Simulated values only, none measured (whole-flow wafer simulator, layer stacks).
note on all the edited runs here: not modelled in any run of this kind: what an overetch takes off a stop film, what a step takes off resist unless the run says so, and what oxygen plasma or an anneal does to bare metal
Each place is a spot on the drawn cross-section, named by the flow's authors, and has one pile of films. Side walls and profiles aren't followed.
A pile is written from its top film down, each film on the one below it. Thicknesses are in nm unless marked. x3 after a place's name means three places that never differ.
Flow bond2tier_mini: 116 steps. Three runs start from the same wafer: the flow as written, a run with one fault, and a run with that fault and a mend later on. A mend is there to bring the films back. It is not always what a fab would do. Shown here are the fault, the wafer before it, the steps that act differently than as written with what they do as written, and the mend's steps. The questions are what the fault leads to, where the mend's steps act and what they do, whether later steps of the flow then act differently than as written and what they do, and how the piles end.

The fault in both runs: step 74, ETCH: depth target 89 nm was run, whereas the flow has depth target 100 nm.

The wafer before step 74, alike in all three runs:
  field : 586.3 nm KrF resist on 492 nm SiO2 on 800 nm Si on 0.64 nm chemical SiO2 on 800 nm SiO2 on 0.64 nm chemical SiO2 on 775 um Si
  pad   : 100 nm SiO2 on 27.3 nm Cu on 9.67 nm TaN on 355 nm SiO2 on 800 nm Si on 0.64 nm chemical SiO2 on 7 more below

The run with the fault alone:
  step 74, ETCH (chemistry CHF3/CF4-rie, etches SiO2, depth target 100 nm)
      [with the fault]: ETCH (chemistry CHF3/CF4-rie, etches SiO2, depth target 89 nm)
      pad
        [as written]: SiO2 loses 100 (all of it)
        [with the fault]: SiO2 loses 89
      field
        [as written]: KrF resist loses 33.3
        [with the fault]: KrF resist loses 29.7
  Later steps of the flow acting differently than as written (3 more steps, not shown, differ only slightly: by at most 2% or 0.5 nm, whichever is larger):
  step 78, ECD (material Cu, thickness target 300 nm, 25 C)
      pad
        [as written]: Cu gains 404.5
        [with the fault]: Cu gains 393
  The piles end different from the flow's at pad by more than 2% or 0.5 nm, whichever is larger.
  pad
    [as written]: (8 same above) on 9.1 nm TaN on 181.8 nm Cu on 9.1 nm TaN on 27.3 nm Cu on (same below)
    [with the fault]: (8 same above) on 9.1 nm TaN on 170.7 nm Cu on 9.2 nm TaN on 11 nm SiO2 on 27.3 nm Cu on (same below)

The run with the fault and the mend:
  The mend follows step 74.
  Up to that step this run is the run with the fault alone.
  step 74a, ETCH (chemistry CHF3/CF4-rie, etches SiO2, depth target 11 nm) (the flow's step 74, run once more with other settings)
      field
        KrF resist loses 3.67
      pad
        SiO2 loses 11 (all of it)
  None of the later steps of the flow acts differently than as written at any place that is followed.
  At every place that both follow, the piles at the end match the flow's.
